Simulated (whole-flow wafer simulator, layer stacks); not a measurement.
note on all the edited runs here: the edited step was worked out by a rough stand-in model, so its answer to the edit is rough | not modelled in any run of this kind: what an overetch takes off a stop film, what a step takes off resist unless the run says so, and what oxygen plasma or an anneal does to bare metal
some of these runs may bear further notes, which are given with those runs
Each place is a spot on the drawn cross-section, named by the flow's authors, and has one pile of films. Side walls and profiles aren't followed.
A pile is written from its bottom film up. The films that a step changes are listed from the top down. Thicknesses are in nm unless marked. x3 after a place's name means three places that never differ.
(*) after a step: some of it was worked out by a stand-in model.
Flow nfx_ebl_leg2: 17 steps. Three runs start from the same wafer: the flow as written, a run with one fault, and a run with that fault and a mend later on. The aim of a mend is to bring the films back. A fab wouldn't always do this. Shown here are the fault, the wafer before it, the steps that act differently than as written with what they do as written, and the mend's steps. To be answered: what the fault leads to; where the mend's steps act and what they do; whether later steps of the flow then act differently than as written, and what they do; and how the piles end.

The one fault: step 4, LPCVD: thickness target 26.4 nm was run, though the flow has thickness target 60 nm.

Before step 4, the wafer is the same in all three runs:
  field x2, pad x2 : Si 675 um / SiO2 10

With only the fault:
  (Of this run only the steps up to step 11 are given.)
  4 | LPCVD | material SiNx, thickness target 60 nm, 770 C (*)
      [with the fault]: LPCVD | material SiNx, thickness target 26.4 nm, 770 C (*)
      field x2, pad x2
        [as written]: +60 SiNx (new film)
        [with the fault]: +26.4 SiNx (new film)
  Later steps of the flow up to step 11 that are run all act as written at every place that is followed.
  The piles after step 11 differ from the flow's at field x2, pad x2 by more than 2% or 0.5 nm, whichever is larger.
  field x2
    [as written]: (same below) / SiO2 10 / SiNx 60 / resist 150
    [with the fault]: (same below) / SiO2 10 / SiNx 26.4 / resist 150
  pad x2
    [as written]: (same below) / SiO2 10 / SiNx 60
    [with the fault]: (same below) / SiO2 10 / SiNx 26.4

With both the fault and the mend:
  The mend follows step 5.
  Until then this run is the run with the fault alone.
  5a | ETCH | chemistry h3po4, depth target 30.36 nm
      field x2, pad x2
        -26.4 SiNx (all of it)
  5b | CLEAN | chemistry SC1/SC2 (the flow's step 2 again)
      does not change any film at any place that is followed
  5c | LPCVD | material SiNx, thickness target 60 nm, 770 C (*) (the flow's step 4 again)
      field x2, pad x2
        +60 SiNx (new film)
  Later steps of the flow that are run all act as written at every place that is followed.
  At every place that both follow, the piles at the end match the flow's.
